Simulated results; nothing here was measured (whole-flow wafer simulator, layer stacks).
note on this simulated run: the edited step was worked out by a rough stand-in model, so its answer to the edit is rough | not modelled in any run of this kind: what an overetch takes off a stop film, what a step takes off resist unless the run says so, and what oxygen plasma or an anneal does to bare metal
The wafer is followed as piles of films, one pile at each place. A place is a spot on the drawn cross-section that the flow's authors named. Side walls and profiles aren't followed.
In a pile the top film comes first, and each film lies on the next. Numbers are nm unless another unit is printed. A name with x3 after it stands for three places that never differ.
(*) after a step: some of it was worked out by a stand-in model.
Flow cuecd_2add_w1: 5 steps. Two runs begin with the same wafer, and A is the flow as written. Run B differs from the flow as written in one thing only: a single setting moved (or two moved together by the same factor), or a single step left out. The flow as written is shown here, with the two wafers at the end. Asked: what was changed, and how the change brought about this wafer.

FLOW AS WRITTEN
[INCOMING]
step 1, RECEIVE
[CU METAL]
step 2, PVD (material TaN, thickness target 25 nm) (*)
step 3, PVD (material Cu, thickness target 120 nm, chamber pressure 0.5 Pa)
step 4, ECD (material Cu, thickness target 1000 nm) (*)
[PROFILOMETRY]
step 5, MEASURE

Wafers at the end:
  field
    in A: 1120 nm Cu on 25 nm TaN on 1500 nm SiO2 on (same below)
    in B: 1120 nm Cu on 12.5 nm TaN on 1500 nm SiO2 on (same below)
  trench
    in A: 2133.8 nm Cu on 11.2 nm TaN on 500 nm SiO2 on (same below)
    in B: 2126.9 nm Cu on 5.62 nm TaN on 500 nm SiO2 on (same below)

Cause: step 2, PVD: thickness target 12.5 nm was run, while the flow as written has thickness target 25 nm.
One can read it off the wafer: field has TaN 12.5, and step 2 as written asks for 25 nm.

The path from the change to this, step by step:
  step 2, PVD (material TaN, thickness target 25 nm) (*)
      field: A TaN gains 25 (new film) | B TaN gains 12.5 (new film)
      trench: A TaN gains 11.2 (new film) | B TaN gains 5.62 (new film)
